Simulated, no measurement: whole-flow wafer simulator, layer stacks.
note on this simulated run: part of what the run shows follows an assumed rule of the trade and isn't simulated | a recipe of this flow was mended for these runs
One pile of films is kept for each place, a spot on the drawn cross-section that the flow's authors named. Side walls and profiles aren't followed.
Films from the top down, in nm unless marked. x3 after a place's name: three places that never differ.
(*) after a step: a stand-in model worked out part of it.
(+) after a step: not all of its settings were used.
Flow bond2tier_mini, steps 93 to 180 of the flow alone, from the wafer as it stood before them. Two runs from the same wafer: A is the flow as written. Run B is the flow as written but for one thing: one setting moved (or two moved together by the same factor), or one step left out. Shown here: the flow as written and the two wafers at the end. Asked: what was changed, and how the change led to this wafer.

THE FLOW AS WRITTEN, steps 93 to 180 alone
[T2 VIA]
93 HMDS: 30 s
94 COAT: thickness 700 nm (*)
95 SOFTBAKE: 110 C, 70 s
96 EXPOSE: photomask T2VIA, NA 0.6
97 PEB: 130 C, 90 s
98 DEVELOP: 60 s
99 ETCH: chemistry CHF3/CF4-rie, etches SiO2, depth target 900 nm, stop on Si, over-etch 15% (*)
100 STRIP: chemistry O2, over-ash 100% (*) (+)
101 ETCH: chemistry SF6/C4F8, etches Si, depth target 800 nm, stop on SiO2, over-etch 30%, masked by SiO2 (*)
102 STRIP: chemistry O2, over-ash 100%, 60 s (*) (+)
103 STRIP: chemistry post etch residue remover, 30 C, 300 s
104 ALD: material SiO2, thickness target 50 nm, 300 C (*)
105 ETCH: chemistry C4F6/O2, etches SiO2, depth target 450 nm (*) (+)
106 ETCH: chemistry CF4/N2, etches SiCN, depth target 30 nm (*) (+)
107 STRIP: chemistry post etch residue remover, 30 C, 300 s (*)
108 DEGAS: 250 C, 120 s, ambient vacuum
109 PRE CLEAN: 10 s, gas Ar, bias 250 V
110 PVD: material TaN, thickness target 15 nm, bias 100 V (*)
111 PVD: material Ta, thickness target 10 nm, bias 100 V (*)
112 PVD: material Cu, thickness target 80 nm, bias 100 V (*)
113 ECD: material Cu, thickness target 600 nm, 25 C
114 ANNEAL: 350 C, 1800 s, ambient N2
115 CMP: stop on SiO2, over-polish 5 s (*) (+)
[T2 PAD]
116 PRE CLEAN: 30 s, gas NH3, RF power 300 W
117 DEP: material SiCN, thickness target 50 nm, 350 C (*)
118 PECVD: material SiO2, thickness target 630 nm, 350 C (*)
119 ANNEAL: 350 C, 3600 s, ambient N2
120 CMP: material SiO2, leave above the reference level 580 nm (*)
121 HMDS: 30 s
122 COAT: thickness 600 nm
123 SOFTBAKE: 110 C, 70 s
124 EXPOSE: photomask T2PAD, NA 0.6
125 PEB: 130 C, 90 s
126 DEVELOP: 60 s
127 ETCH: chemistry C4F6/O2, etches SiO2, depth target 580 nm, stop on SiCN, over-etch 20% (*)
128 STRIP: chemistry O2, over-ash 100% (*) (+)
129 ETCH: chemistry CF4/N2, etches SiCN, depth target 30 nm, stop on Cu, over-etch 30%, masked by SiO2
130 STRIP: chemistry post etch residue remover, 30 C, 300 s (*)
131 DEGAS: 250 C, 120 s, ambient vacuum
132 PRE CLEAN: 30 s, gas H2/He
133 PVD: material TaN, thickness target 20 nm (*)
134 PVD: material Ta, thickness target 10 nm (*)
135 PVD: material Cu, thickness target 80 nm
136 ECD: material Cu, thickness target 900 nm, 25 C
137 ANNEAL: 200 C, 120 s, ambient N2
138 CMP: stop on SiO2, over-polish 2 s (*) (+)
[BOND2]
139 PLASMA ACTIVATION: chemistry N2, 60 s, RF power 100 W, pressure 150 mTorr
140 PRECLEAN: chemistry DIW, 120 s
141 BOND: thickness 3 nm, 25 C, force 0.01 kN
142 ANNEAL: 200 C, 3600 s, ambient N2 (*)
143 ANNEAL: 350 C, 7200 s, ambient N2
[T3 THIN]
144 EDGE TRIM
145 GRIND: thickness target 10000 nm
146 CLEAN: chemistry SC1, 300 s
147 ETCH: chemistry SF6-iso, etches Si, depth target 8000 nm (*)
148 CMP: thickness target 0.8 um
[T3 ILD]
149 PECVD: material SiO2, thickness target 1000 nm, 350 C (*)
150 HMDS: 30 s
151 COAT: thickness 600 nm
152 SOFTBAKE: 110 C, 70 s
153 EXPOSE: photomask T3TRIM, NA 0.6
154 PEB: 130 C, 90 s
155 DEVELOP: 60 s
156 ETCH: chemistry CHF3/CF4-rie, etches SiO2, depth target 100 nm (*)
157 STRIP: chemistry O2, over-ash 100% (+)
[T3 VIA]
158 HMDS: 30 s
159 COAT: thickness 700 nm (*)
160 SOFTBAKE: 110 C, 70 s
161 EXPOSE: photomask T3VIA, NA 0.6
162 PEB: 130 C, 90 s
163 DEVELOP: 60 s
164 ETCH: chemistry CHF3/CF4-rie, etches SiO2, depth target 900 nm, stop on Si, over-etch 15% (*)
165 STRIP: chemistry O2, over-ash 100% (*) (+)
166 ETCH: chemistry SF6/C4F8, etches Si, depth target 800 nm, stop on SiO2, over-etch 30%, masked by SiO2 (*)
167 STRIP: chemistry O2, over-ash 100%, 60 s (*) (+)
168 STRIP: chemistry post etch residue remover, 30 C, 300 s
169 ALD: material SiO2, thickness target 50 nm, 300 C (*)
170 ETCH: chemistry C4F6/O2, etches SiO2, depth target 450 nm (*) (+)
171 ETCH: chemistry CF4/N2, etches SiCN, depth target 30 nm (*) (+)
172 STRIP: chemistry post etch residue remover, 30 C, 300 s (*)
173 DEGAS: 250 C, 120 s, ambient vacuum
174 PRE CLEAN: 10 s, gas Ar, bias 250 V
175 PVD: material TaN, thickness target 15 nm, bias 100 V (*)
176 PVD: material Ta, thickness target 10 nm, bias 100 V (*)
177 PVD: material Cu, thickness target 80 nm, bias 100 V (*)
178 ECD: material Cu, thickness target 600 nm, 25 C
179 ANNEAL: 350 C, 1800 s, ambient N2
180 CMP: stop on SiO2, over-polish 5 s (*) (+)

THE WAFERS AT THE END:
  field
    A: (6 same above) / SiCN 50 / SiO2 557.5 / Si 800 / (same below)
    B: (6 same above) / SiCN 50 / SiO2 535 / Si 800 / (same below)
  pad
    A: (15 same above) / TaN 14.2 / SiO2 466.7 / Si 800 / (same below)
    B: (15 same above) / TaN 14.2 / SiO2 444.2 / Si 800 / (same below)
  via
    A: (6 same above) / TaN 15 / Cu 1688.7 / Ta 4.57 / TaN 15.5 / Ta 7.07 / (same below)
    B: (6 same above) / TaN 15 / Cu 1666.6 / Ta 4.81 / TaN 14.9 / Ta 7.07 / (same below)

The cause: step 104, ALD: thickness target 27.5 nm was run, where the flow has thickness target 50 nm.

How the change led to this, step by step:
  104 ALD: material SiO2, thickness target 50 nm, 300 C (*)
      field, pad, via: A SiO2 +50 | B SiO2 +27.5
  105 ETCH: chemistry C4F6/O2, etches SiO2, depth target 450 nm (*) (+)
      via: A SiO2 -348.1 (all of it), SiCN -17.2 | B SiO2 -325.6 (all of it), SiCN -21
  106 ETCH: chemistry CF4/N2, etches SiCN, depth target 30 nm (*) (+)
      via: A SiCN -17.6 (all of it), TaN -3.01 | B SiCN -13.9 (all of it), TaN -3.94
  112 PVD: material Cu, thickness target 80 nm, bias 100 V (*)
      via: A Cu +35 (new film) | B Cu +37 (new film)
